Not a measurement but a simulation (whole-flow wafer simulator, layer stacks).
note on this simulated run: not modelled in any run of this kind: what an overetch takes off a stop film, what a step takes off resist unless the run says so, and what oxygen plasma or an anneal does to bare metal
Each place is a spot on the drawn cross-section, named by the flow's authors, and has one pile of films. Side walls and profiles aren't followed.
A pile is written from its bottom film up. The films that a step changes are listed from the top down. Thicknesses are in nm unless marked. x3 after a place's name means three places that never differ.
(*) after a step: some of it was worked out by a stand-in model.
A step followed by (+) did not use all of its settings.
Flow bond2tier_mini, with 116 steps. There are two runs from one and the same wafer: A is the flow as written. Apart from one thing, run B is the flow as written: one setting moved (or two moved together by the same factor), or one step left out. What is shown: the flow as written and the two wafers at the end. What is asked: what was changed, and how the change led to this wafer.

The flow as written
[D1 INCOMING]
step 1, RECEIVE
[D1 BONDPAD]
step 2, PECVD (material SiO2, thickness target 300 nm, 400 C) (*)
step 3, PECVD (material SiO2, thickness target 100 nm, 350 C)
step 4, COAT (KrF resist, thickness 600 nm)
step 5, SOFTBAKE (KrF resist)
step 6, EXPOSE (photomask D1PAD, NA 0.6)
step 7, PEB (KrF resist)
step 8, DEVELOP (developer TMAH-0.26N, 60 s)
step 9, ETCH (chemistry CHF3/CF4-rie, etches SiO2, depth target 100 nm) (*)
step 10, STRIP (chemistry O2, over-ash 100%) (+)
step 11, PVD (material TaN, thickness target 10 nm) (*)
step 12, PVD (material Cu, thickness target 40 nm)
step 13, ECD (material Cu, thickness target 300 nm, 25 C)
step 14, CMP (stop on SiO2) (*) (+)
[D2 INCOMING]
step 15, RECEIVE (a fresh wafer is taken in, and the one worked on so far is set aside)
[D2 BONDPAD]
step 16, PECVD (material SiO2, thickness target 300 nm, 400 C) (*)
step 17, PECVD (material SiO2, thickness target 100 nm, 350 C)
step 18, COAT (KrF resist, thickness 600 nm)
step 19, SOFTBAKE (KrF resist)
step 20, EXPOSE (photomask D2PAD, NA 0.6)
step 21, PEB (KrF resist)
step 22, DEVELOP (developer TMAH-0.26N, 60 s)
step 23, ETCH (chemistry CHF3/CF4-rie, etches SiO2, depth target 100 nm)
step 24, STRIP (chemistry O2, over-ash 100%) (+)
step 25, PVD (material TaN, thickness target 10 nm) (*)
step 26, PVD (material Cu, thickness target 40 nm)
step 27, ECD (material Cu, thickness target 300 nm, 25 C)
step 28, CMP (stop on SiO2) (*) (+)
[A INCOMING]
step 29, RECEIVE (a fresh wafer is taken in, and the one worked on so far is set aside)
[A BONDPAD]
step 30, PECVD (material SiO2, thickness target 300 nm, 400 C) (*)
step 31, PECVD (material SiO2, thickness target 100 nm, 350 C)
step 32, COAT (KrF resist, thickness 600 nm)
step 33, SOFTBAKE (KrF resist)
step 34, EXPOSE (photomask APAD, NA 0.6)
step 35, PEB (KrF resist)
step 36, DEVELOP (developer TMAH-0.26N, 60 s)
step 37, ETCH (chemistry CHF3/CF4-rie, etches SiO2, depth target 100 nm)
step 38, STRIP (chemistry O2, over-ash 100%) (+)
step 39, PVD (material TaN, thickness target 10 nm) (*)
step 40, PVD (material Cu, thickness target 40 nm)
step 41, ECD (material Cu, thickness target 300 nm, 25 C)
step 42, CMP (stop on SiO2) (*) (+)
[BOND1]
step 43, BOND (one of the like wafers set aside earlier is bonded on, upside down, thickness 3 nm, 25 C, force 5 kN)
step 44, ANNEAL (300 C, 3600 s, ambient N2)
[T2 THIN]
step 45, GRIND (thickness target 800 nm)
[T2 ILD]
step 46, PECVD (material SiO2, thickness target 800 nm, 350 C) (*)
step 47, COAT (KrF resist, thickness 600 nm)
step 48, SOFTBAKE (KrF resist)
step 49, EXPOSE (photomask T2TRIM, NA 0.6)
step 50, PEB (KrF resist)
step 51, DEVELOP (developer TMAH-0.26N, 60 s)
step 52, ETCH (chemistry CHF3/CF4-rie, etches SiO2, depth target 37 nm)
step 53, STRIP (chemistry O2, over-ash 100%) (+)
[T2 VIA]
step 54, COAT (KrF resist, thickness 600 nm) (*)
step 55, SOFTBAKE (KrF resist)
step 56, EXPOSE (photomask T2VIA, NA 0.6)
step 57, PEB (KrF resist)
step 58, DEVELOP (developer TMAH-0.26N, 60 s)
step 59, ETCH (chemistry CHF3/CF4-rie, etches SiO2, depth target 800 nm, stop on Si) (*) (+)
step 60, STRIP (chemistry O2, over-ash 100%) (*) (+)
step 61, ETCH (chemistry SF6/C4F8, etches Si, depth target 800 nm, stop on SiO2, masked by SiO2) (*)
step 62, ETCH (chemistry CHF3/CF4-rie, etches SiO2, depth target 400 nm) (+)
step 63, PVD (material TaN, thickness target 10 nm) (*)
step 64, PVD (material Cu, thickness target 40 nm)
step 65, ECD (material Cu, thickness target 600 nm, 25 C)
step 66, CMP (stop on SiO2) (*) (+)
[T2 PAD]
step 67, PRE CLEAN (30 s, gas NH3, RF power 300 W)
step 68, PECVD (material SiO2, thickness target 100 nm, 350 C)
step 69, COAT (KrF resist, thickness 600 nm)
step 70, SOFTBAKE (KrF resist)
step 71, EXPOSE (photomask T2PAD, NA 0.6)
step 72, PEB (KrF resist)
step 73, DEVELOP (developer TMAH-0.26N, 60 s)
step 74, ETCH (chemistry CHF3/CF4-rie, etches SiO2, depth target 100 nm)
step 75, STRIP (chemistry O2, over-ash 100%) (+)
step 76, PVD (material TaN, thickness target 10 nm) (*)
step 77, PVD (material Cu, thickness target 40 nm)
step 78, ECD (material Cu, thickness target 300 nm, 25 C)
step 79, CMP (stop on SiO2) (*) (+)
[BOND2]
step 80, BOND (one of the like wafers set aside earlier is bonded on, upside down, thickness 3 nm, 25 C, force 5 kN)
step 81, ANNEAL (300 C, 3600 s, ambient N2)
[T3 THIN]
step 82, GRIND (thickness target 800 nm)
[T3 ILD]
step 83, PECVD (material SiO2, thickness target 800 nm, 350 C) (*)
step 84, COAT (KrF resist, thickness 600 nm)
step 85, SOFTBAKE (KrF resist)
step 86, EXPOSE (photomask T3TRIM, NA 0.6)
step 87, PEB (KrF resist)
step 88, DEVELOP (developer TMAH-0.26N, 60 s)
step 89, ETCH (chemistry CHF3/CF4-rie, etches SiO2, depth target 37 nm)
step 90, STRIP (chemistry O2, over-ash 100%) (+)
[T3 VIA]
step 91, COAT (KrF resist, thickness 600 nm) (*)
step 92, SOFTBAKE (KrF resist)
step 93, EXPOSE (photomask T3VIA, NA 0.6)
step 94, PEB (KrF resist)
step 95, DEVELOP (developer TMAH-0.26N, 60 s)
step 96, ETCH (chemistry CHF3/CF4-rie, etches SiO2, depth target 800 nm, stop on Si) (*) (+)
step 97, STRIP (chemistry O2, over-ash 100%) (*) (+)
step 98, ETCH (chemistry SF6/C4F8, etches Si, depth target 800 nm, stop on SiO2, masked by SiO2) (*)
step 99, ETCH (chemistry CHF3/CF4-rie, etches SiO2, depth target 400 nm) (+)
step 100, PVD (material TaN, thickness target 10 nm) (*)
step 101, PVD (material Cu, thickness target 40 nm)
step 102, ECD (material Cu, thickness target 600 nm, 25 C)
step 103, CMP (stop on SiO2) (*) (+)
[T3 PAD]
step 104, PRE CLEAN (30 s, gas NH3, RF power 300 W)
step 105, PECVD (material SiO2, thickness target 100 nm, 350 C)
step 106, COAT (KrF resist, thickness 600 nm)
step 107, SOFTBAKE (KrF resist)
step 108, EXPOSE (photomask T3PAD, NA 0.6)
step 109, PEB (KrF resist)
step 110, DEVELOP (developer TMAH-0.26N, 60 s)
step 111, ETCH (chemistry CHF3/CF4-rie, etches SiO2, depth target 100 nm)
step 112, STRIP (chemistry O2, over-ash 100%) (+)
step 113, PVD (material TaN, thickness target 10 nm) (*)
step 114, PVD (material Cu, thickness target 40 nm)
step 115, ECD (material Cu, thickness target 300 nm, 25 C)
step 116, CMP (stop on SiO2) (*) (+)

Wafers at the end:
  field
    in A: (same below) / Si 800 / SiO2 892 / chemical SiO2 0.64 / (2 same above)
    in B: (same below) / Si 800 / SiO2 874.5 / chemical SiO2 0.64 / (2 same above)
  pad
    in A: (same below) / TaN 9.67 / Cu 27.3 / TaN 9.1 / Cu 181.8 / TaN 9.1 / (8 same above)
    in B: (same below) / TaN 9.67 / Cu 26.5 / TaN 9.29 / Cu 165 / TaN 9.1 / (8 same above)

The reason: step 68, PECVD: thickness target 82.5 nm was run, while the flow as written has thickness target 100 nm.

Step by step, how the change led to this:
  step 68, PECVD (material SiO2, thickness target 100 nm, 350 C)
      field: A +100 SiO2 | B +82.5 SiO2
      pad: A +100 SiO2 (new film) | B +82.5 SiO2 (new film)
  step 74, ETCH (chemistry CHF3/CF4-rie, etches SiO2, depth target 100 nm)
      pad: A -100 SiO2 (all of it) | B -82.5 SiO2 (all of it), -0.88 Cu
  step 78, ECD (material Cu, thickness target 300 nm, 25 C)
      pad: A +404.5 Cu | B +387.1 Cu
